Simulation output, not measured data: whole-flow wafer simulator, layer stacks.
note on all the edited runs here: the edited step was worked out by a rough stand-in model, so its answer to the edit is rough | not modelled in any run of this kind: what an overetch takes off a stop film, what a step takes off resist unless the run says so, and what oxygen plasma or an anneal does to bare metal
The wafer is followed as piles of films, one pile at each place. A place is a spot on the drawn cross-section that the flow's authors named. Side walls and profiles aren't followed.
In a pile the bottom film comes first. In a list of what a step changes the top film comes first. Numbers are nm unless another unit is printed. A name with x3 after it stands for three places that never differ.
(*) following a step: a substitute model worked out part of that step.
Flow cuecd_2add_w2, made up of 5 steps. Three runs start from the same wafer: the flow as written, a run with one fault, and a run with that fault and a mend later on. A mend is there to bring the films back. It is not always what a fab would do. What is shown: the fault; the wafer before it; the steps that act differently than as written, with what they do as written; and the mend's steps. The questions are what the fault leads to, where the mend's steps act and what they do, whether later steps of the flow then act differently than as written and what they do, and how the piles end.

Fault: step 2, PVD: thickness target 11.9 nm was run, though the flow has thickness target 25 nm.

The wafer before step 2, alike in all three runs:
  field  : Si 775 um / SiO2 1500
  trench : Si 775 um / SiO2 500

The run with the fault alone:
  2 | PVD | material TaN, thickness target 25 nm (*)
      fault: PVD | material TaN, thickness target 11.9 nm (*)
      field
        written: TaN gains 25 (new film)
        fault: TaN gains 11.9 (new film)
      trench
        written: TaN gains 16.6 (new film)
        fault: TaN gains 7.9 (new film)
  None of the later steps of the flow differs from how it acts as written, at any place that is followed, by more than 2% or 0.5 nm, whichever is larger.
  By the end, the piles at field, trench depart from the flow's by more than 2% or 0.5 nm, whichever is larger.
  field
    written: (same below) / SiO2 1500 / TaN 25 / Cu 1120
    fault: (same below) / SiO2 1500 / TaN 11.9 / Cu 1120
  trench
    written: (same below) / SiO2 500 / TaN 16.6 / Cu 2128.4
    fault: (same below) / SiO2 500 / TaN 7.9 / Cu 2124

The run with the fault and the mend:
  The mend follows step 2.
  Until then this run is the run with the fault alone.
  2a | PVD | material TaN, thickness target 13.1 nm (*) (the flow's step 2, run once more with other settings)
      field
        TaN gains 13.1
      trench
        TaN gains 8.66
  None of the later steps of the flow acts differently than as written at any place that is followed.
  The piles end the same as the flow's at every place that both follow.
